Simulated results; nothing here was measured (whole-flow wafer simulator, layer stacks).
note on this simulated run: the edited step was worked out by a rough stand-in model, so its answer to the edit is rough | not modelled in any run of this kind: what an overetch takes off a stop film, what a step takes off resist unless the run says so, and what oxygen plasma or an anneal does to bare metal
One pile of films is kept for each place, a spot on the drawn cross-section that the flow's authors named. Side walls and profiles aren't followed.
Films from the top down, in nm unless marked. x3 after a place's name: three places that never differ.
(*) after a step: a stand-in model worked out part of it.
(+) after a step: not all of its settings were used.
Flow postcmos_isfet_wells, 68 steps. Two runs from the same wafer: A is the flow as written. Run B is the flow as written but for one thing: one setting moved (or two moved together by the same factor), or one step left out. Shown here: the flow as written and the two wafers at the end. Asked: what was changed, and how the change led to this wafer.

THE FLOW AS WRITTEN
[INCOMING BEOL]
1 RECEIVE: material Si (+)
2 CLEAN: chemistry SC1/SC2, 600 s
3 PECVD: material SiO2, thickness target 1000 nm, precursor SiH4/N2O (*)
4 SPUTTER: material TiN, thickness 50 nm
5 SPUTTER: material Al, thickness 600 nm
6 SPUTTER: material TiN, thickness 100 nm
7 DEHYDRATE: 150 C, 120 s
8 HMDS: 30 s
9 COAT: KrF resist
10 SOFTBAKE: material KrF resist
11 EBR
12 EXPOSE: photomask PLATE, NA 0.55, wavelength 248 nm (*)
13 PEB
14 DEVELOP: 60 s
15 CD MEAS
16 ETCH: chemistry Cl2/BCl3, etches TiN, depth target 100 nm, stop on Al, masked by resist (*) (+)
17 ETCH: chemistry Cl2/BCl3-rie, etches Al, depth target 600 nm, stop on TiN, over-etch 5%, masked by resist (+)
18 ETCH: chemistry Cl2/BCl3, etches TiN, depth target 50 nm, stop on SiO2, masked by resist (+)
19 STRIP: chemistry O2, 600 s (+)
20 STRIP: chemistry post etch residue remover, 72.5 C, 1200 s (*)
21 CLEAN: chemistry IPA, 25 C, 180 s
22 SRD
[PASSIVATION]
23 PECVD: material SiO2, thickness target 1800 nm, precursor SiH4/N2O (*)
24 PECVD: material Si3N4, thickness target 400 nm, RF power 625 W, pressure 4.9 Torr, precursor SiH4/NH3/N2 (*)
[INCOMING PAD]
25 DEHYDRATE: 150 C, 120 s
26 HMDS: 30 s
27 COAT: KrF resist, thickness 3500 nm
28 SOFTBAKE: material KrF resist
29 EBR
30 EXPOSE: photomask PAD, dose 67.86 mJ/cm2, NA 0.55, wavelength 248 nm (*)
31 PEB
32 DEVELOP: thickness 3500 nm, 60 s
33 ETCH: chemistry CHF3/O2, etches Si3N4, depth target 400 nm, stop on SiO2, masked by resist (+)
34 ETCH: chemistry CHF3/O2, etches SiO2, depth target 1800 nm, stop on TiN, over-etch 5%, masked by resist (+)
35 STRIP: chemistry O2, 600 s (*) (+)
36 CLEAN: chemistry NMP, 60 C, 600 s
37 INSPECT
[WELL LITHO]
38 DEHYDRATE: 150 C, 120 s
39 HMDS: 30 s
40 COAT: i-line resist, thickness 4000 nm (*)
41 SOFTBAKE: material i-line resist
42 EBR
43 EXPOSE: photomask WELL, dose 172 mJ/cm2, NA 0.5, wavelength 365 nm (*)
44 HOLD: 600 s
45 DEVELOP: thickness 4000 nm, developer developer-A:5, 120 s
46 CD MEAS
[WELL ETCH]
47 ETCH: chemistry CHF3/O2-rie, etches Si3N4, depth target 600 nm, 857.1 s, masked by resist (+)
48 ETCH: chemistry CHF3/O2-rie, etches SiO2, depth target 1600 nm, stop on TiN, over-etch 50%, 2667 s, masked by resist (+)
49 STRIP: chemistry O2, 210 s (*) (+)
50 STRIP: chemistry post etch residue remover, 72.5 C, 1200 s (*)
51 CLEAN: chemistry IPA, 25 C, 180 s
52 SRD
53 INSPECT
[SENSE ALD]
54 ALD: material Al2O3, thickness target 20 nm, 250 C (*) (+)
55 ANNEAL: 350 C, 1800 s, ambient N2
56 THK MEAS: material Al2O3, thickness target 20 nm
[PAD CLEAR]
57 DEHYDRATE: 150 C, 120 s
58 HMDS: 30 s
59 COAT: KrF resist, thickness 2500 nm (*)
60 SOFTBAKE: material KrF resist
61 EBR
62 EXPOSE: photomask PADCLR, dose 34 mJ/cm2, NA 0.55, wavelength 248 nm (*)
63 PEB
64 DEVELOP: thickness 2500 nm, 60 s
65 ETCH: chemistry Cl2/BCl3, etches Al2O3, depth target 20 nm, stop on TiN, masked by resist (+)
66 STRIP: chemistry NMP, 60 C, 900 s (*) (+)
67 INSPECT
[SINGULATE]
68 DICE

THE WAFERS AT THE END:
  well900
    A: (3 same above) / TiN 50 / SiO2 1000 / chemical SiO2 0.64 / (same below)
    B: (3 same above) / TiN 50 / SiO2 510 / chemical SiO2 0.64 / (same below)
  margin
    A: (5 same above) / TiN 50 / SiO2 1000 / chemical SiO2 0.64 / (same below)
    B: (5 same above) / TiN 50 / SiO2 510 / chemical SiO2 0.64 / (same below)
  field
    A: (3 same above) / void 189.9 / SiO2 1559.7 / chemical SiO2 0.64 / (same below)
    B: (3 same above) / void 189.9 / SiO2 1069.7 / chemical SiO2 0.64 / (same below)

The cause: step 3, PECVD: thickness target 510 nm was run, where the flow has thickness target 1000 nm.
It can be read off the wafer: well900 has SiO2 510, and step 3 as written asks for 1000 nm.

How the change led to this, step by step:
  3 PECVD: material SiO2, thickness target 1000 nm, precursor SiH4/N2O (*)
      field, margin, well900, well1300 x3, pad_rim, pad_clr, pad_open: A SiO2 +1000 (new film) | B SiO2 +510 (new film)
